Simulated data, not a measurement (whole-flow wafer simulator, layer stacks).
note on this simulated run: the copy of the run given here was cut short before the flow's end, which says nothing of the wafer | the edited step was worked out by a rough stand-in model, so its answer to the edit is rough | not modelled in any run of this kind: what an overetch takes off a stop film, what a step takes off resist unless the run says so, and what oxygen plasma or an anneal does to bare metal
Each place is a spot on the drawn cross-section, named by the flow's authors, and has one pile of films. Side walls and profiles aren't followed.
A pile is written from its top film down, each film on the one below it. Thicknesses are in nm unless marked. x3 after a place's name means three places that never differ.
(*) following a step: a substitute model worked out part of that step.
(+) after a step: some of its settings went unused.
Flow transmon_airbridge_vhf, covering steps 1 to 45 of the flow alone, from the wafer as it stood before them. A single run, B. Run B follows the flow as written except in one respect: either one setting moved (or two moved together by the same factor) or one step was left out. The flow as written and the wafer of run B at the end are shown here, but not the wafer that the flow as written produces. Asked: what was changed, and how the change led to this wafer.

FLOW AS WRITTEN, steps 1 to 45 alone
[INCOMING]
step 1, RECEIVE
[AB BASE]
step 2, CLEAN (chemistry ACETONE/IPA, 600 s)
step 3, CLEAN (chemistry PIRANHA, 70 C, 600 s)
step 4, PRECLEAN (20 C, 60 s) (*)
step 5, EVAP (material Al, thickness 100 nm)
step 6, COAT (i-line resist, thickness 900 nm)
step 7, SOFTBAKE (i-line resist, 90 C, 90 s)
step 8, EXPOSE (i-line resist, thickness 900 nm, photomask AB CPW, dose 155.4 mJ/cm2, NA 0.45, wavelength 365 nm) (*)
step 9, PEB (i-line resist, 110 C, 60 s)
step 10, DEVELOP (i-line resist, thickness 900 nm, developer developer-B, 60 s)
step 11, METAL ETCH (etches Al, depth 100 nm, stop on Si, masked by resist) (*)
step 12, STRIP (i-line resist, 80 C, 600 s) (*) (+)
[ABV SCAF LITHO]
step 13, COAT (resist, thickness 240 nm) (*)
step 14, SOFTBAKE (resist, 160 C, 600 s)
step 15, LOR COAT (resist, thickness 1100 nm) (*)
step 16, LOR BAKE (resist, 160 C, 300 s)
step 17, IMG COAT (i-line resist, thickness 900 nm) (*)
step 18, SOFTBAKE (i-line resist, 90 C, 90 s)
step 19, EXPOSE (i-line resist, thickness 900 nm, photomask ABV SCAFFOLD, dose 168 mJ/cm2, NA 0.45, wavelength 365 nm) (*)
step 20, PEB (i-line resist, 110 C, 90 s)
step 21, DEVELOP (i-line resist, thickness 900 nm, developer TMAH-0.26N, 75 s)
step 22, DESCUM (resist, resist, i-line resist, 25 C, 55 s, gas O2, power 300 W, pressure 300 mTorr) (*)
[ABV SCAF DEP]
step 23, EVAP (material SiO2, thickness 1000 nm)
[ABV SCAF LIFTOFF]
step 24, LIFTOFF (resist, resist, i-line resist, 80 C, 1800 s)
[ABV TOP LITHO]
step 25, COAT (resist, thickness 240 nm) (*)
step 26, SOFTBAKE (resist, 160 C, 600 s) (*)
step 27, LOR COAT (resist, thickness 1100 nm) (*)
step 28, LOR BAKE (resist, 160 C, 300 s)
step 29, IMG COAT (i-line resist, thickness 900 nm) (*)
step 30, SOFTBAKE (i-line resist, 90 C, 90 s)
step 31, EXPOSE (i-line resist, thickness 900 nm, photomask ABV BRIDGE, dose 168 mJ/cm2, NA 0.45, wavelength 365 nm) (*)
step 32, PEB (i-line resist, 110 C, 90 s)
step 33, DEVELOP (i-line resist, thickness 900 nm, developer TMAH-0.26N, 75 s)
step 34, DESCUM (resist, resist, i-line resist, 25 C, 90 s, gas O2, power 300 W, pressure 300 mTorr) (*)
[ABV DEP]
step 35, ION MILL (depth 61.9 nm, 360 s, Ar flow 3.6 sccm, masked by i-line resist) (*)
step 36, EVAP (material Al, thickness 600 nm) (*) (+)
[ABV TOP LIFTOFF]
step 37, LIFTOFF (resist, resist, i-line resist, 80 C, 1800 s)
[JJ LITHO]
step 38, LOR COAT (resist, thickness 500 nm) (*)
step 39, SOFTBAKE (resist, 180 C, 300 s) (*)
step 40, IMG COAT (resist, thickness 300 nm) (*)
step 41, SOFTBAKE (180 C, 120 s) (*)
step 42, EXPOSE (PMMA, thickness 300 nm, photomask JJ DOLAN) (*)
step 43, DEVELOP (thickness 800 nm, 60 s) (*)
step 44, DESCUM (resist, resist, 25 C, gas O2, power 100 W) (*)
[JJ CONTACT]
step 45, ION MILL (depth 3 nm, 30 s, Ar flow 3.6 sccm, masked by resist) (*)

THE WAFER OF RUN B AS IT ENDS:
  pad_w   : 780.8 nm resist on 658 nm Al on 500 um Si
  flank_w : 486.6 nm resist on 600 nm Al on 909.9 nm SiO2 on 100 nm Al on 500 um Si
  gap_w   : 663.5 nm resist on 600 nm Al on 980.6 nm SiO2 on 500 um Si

Cause: step 35, ION MILL: depth 33.4 nm was run, though the flow has depth 61.9 nm; step 35, ION MILL: 194 s was run, where the flow has 360 s.

How this came from the change, step by step:
  step 35, ION MILL (depth 61.9 nm, 360 s, Ar flow 3.6 sccm, masked by i-line resist) (*)
      field x3, jj_line, ground_far, trace_open_s x2, margin_s, margin_n: -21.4 i-line resist (in the flow as written it would be: -39.7 i-line resist)
      flank_w, gap_w, cpw_trace, gap_e, flank_e, bridge_strip: -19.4 SiO2 (in the flow as written it would be: -36 SiO2)
      (also at 2 further places)
  step 37, LIFTOFF (resist, resist, i-line resist, 80 C, 1800 s)
      field x3, jj_line, trace_open_s x2: -600 Al (all of it), -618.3 i-line resist (all of it), -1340 resist (all of it) (in the flow as written it would be: -600 Al (all of it), -600 i-line resist (all of it), -1340 resist (all of it))
      margin_s, margin_n: -600 Al (all of it), -336.6 i-line resist (all of it), -992 resist (all of it) (in the flow as written it would be: -600 Al (all of it), -318.3 i-line resist (all of it), -992 resist (all of it))
      (also at 1 further place)
